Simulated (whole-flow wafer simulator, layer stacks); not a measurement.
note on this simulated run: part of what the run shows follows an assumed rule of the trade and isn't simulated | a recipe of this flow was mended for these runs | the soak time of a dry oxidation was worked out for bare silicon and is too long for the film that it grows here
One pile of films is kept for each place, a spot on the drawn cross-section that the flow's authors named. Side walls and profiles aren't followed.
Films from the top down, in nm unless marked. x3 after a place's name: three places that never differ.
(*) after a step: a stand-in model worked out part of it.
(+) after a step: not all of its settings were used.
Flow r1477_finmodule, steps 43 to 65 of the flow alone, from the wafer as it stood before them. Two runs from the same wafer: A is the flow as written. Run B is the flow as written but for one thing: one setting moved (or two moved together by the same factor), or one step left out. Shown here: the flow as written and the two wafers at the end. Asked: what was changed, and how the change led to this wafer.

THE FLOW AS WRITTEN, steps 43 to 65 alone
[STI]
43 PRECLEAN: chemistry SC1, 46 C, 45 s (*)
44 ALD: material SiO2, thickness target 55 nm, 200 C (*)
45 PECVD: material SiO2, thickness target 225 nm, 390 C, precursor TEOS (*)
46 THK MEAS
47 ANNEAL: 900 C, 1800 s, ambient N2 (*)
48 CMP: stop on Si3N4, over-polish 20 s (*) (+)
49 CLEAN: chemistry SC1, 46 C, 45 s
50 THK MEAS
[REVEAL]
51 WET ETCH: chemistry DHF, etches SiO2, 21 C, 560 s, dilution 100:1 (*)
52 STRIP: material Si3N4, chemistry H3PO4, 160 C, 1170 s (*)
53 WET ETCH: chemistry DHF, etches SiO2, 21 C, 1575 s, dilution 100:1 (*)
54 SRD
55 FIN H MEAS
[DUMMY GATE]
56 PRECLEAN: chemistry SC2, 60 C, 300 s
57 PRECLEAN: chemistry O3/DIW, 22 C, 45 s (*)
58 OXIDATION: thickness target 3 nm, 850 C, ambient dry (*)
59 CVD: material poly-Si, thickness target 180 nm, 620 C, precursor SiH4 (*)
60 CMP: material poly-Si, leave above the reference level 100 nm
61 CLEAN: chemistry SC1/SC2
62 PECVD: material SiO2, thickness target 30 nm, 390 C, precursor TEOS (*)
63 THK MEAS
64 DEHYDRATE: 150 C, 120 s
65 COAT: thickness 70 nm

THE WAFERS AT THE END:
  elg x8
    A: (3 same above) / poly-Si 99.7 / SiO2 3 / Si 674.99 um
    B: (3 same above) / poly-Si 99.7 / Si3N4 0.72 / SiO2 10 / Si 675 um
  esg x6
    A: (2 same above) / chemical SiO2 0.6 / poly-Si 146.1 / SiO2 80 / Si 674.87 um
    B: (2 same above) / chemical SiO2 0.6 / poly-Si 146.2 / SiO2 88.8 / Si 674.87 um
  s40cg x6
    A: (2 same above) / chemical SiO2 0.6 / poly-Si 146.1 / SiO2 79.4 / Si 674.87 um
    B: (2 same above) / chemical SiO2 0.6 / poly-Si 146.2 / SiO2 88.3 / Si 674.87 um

The cause: step 51, WET ETCH: 383 s was run, where the flow has 560 s.

How the change led to this, step by step:
  51 WET ETCH: chemistry DHF, etches SiO2, 21 C, 560 s, dilution 100:1 (*)
      elg x8: A SiO2 -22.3 (all of it), Si3N4 -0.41 | B SiO2 -19.2
      esg x6, e200sg x2, s40cg x6, s40sg x6: A SiO2 -28.1 | B SiO2 -19.2
      (and at 2 more places)
  52 STRIP: material Si3N4, chemistry H3PO4, 160 C, 1170 s (*)
      elg x8: A Si3N4 -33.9 (all of it), SiO2 -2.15 | B SiO2 -3.06 (all of it), Si3N4 -29.3
  53 WET ETCH: chemistry DHF, etches SiO2, 21 C, 1575 s, dilution 100:1 (*)
      elg x8: A SiO2 -7.85 (all of it) | B Si3N4 -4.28
  57 PRECLEAN: chemistry O3/DIW, 22 C, 45 s (*)
      elg x8: A chemical SiO2 +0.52, Si -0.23 | B nothing
  58 OXIDATION: thickness target 3 nm, 850 C, ambient dry (*)
      elg x8: A SiO2 +3 (new film), chemical SiO2 -0.85 (all of it), Si -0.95 | B nothing
  59 CVD: material poly-Si, thickness target 180 nm, 620 C, precursor SiH4 (*)
      s40cg x6, s40sg x6: A poly-Si +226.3 (new film) | B poly-Si +217.4 (new film)
  60 CMP: material poly-Si, leave above the reference level 100 nm
      s40cg x6, s40sg x6, s40sg_line x6: A poly-Si -80 | B poly-Si -71
